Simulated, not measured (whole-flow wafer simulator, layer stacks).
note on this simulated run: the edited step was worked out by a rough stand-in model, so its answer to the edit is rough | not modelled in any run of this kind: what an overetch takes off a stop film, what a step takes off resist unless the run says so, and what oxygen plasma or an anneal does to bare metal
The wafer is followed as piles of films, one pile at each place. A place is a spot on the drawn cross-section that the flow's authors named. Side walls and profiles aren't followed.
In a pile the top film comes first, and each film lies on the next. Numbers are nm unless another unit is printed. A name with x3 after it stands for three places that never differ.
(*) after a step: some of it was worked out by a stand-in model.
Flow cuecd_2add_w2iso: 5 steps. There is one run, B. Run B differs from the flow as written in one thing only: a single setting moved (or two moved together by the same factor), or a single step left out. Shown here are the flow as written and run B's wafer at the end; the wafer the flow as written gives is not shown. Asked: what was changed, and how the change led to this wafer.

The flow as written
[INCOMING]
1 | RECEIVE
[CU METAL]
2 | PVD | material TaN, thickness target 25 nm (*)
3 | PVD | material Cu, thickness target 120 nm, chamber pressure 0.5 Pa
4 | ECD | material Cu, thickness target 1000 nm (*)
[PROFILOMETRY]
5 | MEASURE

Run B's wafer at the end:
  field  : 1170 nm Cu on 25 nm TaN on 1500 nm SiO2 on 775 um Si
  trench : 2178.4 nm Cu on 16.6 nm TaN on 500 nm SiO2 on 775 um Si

Cause: step 4, ECD: thickness target 1050 nm was run, while the flow as written has thickness target 1000 nm.

How this came from the change, step by step:
  4 | ECD | material Cu, thickness target 1000 nm (*)
      field: +1050 Cu (it would be, as written: +1000 Cu)
      trench: +2097.6 Cu (it would be, as written: +2047.6 Cu)
